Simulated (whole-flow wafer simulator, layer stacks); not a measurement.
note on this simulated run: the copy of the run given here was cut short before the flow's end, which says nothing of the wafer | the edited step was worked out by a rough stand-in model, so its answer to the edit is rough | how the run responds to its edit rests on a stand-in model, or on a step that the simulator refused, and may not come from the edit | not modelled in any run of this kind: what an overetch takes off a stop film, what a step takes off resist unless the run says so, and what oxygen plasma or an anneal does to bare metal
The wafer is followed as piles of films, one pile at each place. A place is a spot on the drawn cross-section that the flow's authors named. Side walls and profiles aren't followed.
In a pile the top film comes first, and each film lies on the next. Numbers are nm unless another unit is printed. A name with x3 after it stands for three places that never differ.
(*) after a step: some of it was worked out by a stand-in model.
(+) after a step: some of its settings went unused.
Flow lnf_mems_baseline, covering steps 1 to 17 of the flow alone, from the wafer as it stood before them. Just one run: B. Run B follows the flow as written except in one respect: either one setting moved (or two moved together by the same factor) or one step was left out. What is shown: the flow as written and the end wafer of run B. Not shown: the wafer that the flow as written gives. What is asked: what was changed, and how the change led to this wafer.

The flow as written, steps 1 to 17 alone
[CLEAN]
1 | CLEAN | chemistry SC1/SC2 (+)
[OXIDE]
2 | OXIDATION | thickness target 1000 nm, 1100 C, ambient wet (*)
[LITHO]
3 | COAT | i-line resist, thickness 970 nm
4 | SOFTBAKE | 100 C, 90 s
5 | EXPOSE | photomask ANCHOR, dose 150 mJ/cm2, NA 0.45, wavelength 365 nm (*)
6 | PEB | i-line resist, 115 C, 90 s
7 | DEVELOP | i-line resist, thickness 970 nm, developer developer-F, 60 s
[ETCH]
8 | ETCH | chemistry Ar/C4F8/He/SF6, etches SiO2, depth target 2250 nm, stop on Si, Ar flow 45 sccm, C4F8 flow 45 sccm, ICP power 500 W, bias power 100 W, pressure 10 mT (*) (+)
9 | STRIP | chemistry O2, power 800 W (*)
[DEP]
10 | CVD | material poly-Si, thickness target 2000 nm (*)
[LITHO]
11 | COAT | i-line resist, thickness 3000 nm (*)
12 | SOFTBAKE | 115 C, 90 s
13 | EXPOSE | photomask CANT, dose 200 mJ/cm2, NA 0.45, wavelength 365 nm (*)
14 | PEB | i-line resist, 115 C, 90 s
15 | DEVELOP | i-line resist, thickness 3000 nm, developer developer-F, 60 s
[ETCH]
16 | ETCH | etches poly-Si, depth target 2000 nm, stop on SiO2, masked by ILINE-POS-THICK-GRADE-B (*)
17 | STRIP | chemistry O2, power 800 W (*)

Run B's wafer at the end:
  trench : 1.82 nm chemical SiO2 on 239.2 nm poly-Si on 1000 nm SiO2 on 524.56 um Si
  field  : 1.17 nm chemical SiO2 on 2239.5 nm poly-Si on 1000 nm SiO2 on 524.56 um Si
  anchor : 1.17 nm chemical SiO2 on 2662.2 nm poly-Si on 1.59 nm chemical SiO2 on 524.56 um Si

What caused this: step 10, CVD: thickness target 2240 nm was run, whereas the flow has thickness target 2000 nm.

The path from the change to this, step by step:
  10 | CVD | material poly-Si, thickness target 2000 nm (*)
      field, beam, trench, char_slit: +2240 poly-Si (new film) (as written it would have been: +2000 poly-Si (new film))
      anchor: +2662.7 poly-Si (new film) (as written it would have been: +2322 poly-Si (new film))
  11 | COAT | i-line resist, thickness 3000 nm (*)
      anchor: +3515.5 i-line resist (new film) (as written it would have been: +3611.6 i-line resist (new film))
  12 | SOFTBAKE | 115 C, 90 s
      anchor: +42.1 i-line resist (as written it would have been: +45.4 i-line resist)
      beam: -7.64 i-line resist (as written it would have been: -8.15 i-line resist)
      (also at 1 further place)
  14 | PEB | i-line resist, 115 C, 90 s
      anchor: -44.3 i-line resist (as written it would have been: -46.1 i-line resist)
  16 | ETCH | etches poly-Si, depth target 2000 nm, stop on SiO2, masked by ILINE-POS-THICK-GRADE-B (*)
      trench, char_slit: -2000 poly-Si (as written it would have been: -2000 poly-Si (all of it))
  17 | STRIP | chemistry O2, power 800 W (*)
      trench, char_slit: +1.82 chemical SiO2 (new film), -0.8 poly-Si (as written it would have been: nothing)
      anchor: +1.17 chemical SiO2 (new film), -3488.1 i-line resist (all of it), -0.51 poly-Si (as written it would have been: +1.17 chemical SiO2 (new film), -3585.8 i-line resist (all of it), -0.52 poly-Si)
